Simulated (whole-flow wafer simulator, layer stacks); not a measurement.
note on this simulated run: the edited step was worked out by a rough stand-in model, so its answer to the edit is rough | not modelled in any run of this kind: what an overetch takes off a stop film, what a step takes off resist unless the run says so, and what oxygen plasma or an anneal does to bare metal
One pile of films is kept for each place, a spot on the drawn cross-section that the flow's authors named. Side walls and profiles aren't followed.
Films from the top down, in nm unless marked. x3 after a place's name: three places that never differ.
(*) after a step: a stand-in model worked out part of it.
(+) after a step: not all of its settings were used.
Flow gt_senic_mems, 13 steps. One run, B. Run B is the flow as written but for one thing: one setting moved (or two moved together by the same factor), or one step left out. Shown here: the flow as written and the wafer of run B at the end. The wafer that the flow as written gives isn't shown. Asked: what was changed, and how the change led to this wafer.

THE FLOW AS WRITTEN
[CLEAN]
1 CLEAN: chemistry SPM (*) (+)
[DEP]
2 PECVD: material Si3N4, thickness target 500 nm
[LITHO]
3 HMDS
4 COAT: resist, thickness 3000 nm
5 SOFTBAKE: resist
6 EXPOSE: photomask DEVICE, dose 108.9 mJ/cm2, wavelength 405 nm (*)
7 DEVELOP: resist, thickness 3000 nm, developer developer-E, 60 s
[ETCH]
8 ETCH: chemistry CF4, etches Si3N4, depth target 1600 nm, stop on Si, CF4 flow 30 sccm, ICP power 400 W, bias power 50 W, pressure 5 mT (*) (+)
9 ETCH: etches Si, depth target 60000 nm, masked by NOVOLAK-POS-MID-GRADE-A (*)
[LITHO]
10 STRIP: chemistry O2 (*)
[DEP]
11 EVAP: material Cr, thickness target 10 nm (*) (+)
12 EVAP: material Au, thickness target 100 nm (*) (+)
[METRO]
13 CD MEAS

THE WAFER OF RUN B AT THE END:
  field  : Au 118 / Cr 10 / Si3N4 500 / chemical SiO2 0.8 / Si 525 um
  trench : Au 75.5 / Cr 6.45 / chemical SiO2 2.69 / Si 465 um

The cause: step 12, EVAP: thickness target 118 nm was run, where the flow has thickness target 100 nm.
It can be read off the wafer: field has Au 118, and step 12 as written asks for 100 nm.

How the change led to this, step by step:
  12 EVAP: material Au, thickness target 100 nm (*) (+)
      field: Au +118 (new film) (as written it would be: Au +100 (new film))
      trench: Au +75.5 (new film) (as written it would be: Au +64.1 (new film))
